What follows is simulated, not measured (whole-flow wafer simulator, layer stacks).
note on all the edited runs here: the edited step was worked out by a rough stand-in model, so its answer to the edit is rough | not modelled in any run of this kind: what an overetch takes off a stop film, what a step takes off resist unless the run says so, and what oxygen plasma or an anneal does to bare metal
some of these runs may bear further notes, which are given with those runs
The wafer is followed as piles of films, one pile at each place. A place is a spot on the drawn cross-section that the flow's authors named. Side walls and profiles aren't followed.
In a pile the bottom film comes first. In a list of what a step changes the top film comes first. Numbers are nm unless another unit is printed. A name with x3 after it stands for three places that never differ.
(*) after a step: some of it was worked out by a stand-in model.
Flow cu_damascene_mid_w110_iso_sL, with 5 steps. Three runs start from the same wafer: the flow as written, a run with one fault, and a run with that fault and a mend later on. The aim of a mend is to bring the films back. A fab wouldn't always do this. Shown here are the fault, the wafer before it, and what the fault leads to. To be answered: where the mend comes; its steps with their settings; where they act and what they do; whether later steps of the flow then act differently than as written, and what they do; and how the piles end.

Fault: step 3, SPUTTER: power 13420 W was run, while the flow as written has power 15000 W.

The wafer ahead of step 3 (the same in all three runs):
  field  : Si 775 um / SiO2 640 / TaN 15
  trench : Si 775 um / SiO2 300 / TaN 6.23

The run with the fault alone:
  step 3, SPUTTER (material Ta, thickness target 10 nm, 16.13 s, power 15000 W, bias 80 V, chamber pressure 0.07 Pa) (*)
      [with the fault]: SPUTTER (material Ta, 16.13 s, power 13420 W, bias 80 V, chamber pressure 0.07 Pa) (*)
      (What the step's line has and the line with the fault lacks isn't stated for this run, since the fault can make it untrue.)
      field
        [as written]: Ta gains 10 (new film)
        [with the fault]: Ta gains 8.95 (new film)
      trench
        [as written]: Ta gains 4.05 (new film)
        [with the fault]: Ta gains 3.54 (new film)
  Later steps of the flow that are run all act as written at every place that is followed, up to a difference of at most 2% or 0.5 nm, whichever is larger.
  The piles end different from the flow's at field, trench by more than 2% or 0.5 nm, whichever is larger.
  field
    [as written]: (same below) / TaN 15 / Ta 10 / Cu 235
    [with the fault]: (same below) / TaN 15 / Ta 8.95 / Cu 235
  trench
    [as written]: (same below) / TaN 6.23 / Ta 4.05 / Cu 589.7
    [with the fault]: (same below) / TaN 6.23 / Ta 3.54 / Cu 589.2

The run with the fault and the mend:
  After step 3 comes the mend.
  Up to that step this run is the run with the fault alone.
  step 3a, SPUTTER (material Ta, 1.741 s, power 15000 W, bias 80 V, chamber pressure 0.07 Pa) (*) (a further turn of the flow's step 3, with different settings)
      field
        Ta gains 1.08
      trench
        Ta gains 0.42
  Later steps of the flow that are run all act as written at every place that is followed, up to a difference of at most 2% or 0.5 nm, whichever is larger.
  The piles end only slightly different from the flow's at the places that both follow, by no more than 2% or 0.5 nm, whichever is larger.
